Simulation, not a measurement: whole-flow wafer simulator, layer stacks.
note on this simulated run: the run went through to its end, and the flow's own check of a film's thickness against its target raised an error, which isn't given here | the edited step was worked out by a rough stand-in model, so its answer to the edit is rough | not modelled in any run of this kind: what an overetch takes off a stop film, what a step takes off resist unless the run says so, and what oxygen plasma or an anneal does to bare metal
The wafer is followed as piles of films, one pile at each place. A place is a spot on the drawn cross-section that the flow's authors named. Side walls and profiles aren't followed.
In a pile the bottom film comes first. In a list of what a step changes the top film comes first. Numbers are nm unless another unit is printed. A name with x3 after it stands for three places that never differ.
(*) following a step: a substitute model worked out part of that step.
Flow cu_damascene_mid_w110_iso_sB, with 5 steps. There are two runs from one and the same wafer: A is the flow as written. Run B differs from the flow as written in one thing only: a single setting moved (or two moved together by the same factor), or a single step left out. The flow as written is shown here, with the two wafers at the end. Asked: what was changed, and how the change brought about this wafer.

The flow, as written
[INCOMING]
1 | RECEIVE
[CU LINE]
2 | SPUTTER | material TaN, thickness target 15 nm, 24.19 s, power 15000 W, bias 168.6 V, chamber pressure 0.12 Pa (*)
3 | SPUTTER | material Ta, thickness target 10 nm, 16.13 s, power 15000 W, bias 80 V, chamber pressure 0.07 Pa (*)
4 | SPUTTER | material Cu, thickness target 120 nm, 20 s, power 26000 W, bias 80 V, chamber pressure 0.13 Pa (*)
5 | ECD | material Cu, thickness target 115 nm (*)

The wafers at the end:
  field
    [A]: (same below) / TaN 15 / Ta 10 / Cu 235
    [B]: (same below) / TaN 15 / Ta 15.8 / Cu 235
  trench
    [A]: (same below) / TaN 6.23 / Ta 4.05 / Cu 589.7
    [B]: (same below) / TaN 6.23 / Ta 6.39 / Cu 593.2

Cause: step 3, SPUTTER: thickness target 15.8 nm was run, while the flow as written has thickness target 10 nm; step 3, SPUTTER: 25.4 s was run, where the flow has 16.13 s.
The wafer lets one read it off: field has Ta 15.8, and step 3 as written asks for 10 nm.

The path from the change to this, step by step:
  3 | SPUTTER | material Ta, thickness target 10 nm, 16.13 s, power 15000 W, bias 80 V, chamber pressure 0.07 Pa (*)
      field: A Ta gains 10 (new film) | B Ta gains 15.8 (new film)
      trench: A Ta gains 4.05 (new film) | B Ta gains 6.39 (new film)
